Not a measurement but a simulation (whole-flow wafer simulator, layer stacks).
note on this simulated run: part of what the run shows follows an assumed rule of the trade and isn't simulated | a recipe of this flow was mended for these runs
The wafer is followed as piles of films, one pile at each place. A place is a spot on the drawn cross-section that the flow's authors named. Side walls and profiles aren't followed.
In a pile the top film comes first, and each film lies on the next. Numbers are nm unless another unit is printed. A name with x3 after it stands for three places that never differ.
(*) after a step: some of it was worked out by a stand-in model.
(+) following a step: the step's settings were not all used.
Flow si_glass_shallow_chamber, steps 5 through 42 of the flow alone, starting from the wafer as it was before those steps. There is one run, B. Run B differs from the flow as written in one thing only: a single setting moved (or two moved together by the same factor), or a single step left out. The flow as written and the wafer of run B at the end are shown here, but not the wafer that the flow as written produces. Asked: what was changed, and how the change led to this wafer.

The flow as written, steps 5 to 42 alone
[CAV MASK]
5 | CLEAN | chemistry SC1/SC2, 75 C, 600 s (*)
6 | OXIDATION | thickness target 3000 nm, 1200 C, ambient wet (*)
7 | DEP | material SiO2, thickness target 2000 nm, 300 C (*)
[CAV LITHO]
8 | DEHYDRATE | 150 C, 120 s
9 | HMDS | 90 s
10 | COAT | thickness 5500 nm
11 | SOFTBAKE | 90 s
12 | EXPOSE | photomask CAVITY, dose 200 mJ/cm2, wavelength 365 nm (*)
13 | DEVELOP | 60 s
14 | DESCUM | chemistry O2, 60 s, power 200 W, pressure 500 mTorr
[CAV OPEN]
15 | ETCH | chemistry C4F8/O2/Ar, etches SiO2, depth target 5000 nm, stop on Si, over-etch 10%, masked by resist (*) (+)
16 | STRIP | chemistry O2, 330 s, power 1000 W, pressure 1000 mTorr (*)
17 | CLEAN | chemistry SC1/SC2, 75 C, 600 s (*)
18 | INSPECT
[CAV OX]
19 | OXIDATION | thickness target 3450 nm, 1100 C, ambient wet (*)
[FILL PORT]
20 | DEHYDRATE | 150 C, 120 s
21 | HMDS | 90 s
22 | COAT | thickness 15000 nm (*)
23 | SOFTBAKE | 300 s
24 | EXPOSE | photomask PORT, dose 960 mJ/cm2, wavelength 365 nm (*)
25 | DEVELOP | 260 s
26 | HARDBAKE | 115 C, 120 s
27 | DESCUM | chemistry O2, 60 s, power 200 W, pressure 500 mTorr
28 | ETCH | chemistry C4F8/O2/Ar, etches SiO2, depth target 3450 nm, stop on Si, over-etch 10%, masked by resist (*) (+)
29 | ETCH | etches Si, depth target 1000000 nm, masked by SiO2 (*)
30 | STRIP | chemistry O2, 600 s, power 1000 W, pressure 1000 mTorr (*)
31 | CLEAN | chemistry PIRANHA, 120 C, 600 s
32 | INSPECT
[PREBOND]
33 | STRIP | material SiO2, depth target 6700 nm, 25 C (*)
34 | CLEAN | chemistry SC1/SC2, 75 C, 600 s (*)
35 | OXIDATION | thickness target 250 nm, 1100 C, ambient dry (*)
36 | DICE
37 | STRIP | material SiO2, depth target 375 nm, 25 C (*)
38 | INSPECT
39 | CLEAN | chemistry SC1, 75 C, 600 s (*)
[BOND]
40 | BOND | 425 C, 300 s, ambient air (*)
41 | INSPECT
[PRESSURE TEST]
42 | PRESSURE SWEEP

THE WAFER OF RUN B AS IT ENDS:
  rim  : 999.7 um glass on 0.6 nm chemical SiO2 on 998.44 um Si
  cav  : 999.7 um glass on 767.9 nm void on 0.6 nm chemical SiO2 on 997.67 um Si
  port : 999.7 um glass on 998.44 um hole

What caused this: step 6, OXIDATION: thickness target 1920 nm was run, though the flow has thickness target 3000 nm; step 15, ETCH: depth target 3200 nm was run, where the flow has depth target 5000 nm.

How this came from the change, step by step:
  6 | OXIDATION | thickness target 3000 nm, 1200 C, ambient wet (*)
      rim, ramp, cav, port, septum, ring: +1920 SiO2 (new film), -0.6 chemical SiO2 (all of it), -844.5 Si (it would be, as written: +3000 SiO2 (new film), -0.6 chemical SiO2 (all of it), -1319.7 Si)
  15 | ETCH | chemistry C4F8/O2/Ar, etches SiO2, depth target 5000 nm, stop on Si, over-etch 10%, masked by resist (*) (+)
      cav, port: -3520 SiO2 (it would be, as written: -5000 SiO2 (all of it), -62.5 Si)
      rim, ramp, septum, ring: -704 thick-i-line-resist (it would be, as written: -1100 thick-i-line-resist)
  16 | STRIP | chemistry O2, 330 s, power 1000 W, pressure 1000 mTorr (*)
      cav, port: nothing (it would be, as written: +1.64 chemical SiO2 (new film), -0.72 Si)
      rim, ramp, septum, ring: -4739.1 thick-i-line-resist (all of it) (it would be, as written: -4343.1 thick-i-line-resist (all of it))
  17 | CLEAN | chemistry SC1/SC2, 75 C, 600 s (*)
      cav, port: -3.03 SiO2 (it would be, as written: -1.04 chemical SiO2, -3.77 Si)
  19 | OXIDATION | thickness target 3450 nm, 1100 C, ambient wet (*)
      cav, port: +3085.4 SiO2, -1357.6 Si (it would be, as written: +3450 SiO2 (new film), -0.6 chemical SiO2 (all of it), -1517.7 Si)
      rim, ramp, septum, ring: +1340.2 SiO2, -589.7 Si (it would be, as written: +1110.9 SiO2, -488.8 Si)
  22 | COAT | thickness 15000 nm (*)
      rim: +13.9 um thick-i-line-resist (new film) (it would be, as written: +13.4 um thick-i-line-resist (new film))
      ramp: +13.56 um thick-i-line-resist (new film) (it would be, as written: +12.89 um thick-i-line-resist (new film))
      (as well as at 4 more places)
  23 | SOFTBAKE | 300 s
      rim: -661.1 thick-i-line-resist (it would be, as written: -997 thick-i-line-resist)
      ramp: -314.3 thick-i-line-resist (it would be, as written: -487.1 thick-i-line-resist)
      (as well as at 4 more places)
  25 | DEVELOP | 260 s
      port: -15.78 um thick-i-line-resist (all of it) (it would be, as written: -16.16 um thick-i-line-resist (all of it))
  26 | HARDBAKE | 115 C, 120 s
      rim, ramp: -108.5 thick-i-line-resist (it would be, as written: -98.2 thick-i-line-resist)
      cav: -141.9 thick-i-line-resist (it would be, as written: -147.1 thick-i-line-resist)
  28 | ETCH | chemistry C4F8/O2/Ar, etches SiO2, depth target 3450 nm, stop on Si, over-etch 10%, masked by resist (*) (+)
      port: -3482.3 SiO2 (all of it), -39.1 Si (it would be, as written: -3450 SiO2 (all of it), -43.1 Si)
  29 | ETCH | etches Si, depth target 1000000 nm, masked by SiO2 (*)
      rim, ramp: -12.3 um thick-i-line-resist (all of it), -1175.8 SiO2 (it would be, as written: -11.47 um thick-i-line-resist (all of it), -1617.3 SiO2)
      port: +997.75 um hole (new film), -997.75 um Si (all of it) (it would be, as written: +997.05 um hole (new film), -997.05 um Si (all of it))
      (as well as at 2 more places)
  30 | STRIP | chemistry O2, 600 s, power 1000 W, pressure 1000 mTorr (*)
      cav: -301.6 thick-i-line-resist (all of it) (it would be, as written: -669.6 thick-i-line-resist (all of it))
  33 | STRIP | material SiO2, depth target 6700 nm, 25 C (*)
      rim: -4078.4 SiO2 (all of it) (it would be, as written: -4487.5 SiO2 (all of it))
      ramp: -4078.3 SiO2 (all of it) (it would be, as written: -4487.5 SiO2 (all of it))
      (as well as at 2 more places)
  40 | BOND | 425 C, 300 s, ambient air (*)
      cav: +999.7 um glass (new film), +767.9 void (new film) (it would be, as written: +999.7 um glass (new film), +1095.9 void (new film))
      port: +999.7 um glass (new film), +685.1 hole (it would be, as written: +999.7 um glass (new film), +1017.3 hole)
